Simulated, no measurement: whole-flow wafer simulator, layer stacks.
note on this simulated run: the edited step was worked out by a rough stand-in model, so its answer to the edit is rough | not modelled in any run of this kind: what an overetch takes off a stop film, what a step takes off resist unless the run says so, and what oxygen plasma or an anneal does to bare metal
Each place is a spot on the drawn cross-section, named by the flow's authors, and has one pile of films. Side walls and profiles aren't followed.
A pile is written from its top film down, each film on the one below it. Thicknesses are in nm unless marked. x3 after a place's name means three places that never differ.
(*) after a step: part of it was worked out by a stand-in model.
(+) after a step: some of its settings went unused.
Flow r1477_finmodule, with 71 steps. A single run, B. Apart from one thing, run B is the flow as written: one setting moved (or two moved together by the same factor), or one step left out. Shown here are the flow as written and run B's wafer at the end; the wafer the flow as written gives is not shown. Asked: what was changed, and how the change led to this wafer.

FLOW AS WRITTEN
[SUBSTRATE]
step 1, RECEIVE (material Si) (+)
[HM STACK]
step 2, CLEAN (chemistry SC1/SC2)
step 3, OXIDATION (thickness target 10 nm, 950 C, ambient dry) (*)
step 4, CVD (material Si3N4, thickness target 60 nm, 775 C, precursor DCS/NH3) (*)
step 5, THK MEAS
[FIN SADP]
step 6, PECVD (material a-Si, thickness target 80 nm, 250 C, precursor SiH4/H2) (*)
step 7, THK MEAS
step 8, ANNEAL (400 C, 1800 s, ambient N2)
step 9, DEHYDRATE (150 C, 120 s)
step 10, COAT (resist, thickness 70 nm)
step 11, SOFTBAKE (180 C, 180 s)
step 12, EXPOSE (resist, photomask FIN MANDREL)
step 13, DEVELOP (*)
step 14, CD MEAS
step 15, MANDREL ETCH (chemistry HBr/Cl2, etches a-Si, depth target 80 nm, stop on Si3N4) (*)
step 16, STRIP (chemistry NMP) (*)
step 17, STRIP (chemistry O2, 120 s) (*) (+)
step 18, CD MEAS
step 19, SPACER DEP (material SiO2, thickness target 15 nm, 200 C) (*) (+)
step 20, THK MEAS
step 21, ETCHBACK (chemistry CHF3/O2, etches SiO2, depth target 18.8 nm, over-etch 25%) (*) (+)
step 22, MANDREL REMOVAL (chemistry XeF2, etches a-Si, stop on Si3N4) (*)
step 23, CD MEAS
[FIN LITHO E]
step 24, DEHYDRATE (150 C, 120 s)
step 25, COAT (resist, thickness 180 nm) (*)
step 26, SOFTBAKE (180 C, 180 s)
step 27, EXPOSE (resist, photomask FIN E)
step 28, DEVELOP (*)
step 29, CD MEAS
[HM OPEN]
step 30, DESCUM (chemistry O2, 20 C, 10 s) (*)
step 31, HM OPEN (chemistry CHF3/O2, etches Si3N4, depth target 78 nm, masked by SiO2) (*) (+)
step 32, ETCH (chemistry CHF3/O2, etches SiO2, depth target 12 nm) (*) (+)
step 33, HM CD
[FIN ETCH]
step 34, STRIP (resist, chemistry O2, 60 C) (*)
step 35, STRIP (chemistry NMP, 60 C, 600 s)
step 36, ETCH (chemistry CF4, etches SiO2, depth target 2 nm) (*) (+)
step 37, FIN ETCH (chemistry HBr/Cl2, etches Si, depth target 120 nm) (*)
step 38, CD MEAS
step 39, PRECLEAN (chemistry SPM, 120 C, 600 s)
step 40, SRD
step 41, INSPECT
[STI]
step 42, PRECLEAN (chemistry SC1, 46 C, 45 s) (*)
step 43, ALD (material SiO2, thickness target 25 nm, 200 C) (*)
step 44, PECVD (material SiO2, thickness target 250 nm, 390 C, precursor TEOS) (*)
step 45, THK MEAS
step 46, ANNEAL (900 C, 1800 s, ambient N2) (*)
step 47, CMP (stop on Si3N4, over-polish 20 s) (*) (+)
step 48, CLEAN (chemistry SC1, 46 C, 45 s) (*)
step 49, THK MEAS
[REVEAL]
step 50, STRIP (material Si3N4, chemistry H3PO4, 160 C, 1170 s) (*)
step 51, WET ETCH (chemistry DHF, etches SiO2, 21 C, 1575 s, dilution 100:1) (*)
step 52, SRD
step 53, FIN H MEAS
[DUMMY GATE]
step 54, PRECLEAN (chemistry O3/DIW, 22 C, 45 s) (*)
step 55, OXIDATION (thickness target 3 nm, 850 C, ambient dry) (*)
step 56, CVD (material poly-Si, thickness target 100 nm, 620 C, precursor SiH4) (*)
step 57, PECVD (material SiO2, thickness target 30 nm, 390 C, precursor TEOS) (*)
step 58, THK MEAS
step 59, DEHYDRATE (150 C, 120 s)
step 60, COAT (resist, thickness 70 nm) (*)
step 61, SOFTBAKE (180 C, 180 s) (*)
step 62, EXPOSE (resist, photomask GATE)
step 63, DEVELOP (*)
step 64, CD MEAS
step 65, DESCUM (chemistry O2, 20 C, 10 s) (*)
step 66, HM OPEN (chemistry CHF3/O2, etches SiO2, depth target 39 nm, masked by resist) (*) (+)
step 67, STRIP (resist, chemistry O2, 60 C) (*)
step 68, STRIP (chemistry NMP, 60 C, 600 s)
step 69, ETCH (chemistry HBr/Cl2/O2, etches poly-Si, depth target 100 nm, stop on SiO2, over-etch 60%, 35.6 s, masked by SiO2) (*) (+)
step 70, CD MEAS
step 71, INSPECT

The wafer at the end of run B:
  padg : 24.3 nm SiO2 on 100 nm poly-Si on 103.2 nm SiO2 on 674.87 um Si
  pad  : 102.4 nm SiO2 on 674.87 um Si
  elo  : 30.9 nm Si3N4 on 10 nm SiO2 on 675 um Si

What caused this: step 69, ETCH: depth target 107.5 nm was run, though the flow has depth target 100 nm; step 69, ETCH: 38.3 s was run, where the flow has 35.6 s.

The path from the change to this, step by step:
  step 69, ETCH (chemistry HBr/Cl2/O2, etches poly-Si, depth target 100 nm, stop on SiO2, over-etch 60%, 35.6 s, masked by SiO2) (*) (+)
      elo, e40lo, e100lo, e200lo: -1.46 chemical SiO2 (all of it), -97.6 poly-Si (all of it), -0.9 Si3N4 (in the flow as written it would be: -1.46 chemical SiO2 (all of it), -97.6 poly-Si (all of it), -0.22 Si3N4)
